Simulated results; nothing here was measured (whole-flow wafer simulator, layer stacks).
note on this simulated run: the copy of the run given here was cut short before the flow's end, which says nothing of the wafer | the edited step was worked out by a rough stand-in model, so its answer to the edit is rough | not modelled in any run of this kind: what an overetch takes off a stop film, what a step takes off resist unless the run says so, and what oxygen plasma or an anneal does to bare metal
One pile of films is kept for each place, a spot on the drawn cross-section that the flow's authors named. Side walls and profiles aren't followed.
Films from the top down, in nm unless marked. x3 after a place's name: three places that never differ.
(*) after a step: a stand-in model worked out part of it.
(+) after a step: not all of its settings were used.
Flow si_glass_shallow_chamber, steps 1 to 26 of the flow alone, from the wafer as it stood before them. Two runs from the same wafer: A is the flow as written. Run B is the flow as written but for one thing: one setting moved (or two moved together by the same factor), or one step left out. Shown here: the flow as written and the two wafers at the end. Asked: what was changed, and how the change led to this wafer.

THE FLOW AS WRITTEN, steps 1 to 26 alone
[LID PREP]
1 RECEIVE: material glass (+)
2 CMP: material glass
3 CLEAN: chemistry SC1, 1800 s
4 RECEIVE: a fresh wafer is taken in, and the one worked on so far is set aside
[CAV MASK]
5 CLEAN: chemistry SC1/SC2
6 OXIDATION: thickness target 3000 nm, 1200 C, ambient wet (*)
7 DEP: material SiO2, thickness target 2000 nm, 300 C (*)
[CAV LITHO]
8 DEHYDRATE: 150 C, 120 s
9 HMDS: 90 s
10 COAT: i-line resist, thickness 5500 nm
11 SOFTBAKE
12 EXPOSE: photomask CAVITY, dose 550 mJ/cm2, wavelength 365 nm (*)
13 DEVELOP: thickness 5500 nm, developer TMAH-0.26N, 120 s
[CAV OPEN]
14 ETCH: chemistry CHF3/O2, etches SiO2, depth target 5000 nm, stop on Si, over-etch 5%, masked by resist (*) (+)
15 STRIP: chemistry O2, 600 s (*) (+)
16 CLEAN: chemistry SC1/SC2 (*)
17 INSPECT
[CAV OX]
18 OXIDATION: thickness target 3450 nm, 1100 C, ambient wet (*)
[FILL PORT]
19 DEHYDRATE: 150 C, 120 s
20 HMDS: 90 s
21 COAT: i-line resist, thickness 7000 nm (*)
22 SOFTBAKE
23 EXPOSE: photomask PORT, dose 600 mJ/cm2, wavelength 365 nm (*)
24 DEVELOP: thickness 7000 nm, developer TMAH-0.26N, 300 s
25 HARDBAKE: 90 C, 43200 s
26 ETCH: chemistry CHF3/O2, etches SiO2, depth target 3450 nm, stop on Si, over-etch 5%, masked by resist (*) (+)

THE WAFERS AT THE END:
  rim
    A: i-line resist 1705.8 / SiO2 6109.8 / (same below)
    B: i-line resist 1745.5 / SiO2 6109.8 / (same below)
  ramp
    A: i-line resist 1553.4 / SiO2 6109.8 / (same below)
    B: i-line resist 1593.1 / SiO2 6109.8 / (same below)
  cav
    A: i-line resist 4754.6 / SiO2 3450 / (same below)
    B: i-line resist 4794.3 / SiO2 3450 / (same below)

The cause: step 26, ETCH: over-etch 3.62% was run, where the flow has over-etch 5%.

How the change led to this, step by step:
  26 ETCH: chemistry CHF3/O2, etches SiO2, depth target 3450 nm, stop on Si, over-etch 5%, masked by resist (*) (+)
      port: A SiO2 -3450 (all of it), Si -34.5 | B SiO2 -3450 (all of it), Si -25
